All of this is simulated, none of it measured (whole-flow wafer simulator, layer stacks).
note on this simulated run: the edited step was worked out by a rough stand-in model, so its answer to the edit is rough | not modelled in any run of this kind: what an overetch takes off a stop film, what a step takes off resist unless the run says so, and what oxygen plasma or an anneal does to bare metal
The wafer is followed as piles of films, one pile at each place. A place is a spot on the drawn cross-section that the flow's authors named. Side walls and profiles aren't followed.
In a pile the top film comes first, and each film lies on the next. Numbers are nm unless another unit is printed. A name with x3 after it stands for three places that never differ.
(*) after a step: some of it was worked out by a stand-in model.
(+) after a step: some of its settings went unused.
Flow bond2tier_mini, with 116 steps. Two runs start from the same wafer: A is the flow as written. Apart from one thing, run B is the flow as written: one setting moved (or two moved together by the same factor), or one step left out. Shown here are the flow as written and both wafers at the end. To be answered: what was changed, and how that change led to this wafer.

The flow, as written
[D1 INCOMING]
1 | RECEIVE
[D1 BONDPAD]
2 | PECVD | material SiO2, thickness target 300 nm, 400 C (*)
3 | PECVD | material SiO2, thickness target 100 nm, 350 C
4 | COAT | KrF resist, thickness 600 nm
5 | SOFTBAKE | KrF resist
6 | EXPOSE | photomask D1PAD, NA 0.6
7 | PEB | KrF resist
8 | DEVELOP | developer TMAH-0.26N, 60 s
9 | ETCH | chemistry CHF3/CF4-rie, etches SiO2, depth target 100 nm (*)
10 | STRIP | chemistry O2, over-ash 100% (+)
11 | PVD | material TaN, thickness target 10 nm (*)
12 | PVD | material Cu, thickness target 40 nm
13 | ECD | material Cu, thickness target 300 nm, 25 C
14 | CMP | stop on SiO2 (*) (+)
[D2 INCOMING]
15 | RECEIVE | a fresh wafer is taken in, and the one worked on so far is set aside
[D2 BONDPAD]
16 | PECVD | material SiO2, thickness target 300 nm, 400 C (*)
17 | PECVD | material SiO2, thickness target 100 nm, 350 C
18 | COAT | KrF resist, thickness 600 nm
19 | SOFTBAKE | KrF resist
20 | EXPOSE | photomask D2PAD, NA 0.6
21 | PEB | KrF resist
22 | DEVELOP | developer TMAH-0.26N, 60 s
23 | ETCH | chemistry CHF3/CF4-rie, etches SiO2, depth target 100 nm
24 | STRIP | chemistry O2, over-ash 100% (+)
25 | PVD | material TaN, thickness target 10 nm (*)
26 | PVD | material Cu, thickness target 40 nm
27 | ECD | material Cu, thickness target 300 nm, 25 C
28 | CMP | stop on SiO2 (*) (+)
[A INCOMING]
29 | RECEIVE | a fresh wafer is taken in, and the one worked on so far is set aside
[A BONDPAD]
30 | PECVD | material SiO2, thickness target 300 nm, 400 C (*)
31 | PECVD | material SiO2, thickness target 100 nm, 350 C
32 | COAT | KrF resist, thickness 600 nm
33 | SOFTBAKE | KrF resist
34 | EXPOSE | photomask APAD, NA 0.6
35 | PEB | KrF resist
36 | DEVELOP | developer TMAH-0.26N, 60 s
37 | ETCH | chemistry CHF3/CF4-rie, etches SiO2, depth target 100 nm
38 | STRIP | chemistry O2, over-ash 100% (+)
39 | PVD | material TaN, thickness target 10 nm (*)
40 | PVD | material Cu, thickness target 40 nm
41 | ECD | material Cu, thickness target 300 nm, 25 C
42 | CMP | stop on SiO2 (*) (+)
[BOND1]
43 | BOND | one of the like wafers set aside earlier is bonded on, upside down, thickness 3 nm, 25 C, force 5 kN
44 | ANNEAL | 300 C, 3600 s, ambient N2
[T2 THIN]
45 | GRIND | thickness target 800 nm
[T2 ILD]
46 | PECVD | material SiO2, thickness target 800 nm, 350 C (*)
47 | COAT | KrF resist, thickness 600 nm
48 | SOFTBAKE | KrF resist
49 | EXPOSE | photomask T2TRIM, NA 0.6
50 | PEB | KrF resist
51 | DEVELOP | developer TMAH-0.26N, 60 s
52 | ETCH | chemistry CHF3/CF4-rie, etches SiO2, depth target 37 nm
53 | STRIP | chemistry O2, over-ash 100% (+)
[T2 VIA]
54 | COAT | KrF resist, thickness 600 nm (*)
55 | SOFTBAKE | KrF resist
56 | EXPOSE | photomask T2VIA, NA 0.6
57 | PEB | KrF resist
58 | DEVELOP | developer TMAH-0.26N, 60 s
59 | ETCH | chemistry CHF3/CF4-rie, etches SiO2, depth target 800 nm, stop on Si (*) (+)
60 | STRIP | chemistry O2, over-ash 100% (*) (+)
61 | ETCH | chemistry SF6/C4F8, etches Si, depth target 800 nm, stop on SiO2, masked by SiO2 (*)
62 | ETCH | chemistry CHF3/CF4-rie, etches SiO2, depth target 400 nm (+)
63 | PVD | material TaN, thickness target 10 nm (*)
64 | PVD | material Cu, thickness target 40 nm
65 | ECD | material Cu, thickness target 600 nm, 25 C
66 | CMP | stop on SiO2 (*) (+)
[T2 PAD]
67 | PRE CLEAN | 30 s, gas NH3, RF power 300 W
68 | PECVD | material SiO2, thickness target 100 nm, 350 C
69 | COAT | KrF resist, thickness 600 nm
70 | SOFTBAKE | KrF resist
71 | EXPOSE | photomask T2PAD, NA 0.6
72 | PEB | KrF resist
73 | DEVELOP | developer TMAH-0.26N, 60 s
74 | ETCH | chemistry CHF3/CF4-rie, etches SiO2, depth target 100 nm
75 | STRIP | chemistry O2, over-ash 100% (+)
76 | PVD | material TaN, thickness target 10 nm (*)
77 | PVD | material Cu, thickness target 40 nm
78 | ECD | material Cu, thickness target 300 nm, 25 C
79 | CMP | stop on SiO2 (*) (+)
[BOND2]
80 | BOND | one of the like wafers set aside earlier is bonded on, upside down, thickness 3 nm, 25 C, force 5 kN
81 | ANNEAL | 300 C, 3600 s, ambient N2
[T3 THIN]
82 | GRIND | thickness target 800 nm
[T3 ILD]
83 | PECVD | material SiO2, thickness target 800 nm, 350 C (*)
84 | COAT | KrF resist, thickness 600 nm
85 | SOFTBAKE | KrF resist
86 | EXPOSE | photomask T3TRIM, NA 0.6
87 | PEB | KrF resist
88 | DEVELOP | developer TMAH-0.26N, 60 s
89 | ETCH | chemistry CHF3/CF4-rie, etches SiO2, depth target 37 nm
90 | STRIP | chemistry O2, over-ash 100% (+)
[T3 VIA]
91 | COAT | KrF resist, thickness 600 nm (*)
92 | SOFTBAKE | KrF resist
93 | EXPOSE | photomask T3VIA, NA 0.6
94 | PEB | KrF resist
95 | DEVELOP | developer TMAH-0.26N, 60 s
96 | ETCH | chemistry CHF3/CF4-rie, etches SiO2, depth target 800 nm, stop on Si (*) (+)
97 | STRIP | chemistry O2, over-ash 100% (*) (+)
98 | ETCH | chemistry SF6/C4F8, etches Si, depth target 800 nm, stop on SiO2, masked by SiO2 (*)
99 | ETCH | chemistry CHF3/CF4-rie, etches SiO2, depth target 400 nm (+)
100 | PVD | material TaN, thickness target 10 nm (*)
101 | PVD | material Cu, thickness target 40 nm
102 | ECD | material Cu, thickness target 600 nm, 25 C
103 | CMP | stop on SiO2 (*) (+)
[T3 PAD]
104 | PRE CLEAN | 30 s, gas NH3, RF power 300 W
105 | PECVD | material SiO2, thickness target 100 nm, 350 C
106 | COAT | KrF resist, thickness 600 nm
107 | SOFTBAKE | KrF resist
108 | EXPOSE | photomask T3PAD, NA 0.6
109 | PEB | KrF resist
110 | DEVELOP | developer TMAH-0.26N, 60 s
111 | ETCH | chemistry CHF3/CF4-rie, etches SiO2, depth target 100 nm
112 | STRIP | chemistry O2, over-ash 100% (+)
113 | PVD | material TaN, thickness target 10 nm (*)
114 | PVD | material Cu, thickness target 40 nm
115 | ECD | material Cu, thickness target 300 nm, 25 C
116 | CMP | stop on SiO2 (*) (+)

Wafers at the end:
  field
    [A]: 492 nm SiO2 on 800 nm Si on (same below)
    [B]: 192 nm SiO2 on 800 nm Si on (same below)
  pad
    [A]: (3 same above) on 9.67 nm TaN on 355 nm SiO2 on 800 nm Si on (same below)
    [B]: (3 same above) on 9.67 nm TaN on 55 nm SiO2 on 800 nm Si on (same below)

What caused this: step 83, PECVD: thickness target 500 nm was run, while the flow as written has thickness target 800 nm.

The path from the change to this, step by step:
  83 | PECVD | material SiO2, thickness target 800 nm, 350 C (*)
      field, pad: A SiO2 gains 800 (new film) | B SiO2 gains 500 (new film)
  96 | ETCH | chemistry CHF3/CF4-rie, etches SiO2, depth target 800 nm, stop on Si (*) (+)
      field, pad: A KrF resist loses 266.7 | B KrF resist loses 231.5
  97 | STRIP | chemistry O2, over-ash 100% (*) (+)
      field: A KrF resist loses 303.9 (all of it) | B KrF resist loses 339.1 (all of it)
      pad: A KrF resist loses 336 (all of it) | B KrF resist loses 371.1 (all of it)
